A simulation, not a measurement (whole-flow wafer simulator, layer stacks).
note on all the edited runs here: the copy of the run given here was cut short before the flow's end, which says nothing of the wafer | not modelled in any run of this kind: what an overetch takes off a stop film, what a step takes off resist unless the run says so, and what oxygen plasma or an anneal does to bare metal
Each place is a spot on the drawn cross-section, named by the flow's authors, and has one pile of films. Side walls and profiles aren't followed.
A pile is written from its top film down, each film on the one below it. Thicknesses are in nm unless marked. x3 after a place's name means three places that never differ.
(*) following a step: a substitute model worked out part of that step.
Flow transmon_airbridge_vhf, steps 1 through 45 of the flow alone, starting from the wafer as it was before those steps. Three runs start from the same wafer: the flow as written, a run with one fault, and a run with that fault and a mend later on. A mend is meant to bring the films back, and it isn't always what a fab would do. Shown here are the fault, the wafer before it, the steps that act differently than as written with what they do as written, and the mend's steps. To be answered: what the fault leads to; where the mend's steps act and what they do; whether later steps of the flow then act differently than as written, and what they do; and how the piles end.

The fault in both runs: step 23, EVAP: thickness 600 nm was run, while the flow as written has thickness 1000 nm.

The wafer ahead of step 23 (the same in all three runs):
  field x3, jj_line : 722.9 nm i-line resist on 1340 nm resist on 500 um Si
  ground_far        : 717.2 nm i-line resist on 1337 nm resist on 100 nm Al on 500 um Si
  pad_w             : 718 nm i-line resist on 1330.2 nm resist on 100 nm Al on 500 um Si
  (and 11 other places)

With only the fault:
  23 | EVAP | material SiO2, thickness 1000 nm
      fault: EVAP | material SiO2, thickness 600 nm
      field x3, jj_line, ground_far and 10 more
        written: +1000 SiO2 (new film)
        fault: +600 SiO2 (new film)
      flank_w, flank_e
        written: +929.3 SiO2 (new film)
        fault: +557.6 SiO2 (new film)
  Steps further on in the flow that do not act as written (2 other steps are not shown; they differ only slightly, by no more than 2% or 0.5 nm, whichever is larger):
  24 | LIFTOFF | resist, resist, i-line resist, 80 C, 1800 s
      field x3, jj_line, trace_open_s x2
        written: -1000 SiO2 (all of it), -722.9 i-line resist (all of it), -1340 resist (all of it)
        fault: -600 SiO2 (all of it), -722.9 i-line resist (all of it), -1340 resist (all of it)
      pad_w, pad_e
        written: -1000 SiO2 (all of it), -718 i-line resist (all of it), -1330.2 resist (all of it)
        fault: -600 SiO2 (all of it), -718 i-line resist (all of it), -1330.2 resist (all of it)
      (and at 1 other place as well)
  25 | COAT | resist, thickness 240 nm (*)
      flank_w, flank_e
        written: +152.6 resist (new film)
        fault: +167 resist (new film)
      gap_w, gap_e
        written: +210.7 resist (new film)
        fault: +227.7 resist (new film)
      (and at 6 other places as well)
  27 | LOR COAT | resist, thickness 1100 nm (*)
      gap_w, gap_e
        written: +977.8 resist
        fault: +1034.2 resist
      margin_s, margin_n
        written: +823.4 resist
        fault: +923.7 resist
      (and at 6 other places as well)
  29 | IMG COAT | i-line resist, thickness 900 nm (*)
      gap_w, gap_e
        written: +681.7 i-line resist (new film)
        fault: +779.4 i-line resist (new film)
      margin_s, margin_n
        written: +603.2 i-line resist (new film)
        fault: +728.9 i-line resist (new film)
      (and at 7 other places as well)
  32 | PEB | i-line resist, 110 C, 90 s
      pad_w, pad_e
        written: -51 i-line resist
        fault: -49.1 i-line resist
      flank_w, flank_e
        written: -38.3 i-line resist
        fault: -42.2 i-line resist
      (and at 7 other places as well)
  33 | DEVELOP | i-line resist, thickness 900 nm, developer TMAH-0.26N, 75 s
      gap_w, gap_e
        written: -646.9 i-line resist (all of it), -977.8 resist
        fault: -739.5 i-line resist (all of it), -1034.2 resist
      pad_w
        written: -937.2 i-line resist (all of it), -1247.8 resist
        fault: -902.7 i-line resist (all of it), -1185 resist
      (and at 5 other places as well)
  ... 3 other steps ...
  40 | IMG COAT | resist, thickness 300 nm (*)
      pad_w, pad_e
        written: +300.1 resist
        fault: +289.6 resist
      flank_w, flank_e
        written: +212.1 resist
        fault: +221 resist
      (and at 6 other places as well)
  At pad_w, flank_w, gap_w and 7 more, the piles at the end differ from the flow's by more than 2% or 0.5 nm, whichever is larger.
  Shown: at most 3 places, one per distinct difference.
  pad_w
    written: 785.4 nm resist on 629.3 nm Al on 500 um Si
    fault: 753 nm resist on 629.7 nm Al on 500 um Si
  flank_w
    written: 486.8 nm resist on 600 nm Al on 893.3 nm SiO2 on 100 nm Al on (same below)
    fault: 545.6 nm resist on 600 nm Al on 521.6 nm SiO2 on 100 nm Al on (same below)
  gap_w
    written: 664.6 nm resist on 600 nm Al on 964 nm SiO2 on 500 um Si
    fault: 699.8 nm resist on 600 nm Al on 564 nm SiO2 on 500 um Si

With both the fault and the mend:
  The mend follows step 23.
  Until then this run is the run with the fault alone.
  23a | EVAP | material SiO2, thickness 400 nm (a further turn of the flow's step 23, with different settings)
      field x3, jj_line, ground_far and 10 more
        +400 SiO2
      flank_w, flank_e
        +372.1 SiO2
  None of the later steps of the flow differs from how it acts as written, at any place that is followed, by more than 2% or 0.5 nm, whichever is larger.
  When the end is reached, the piles differ only a little from the flow's at the places that both follow, at most by 2% or 0.5 nm, whichever is larger.
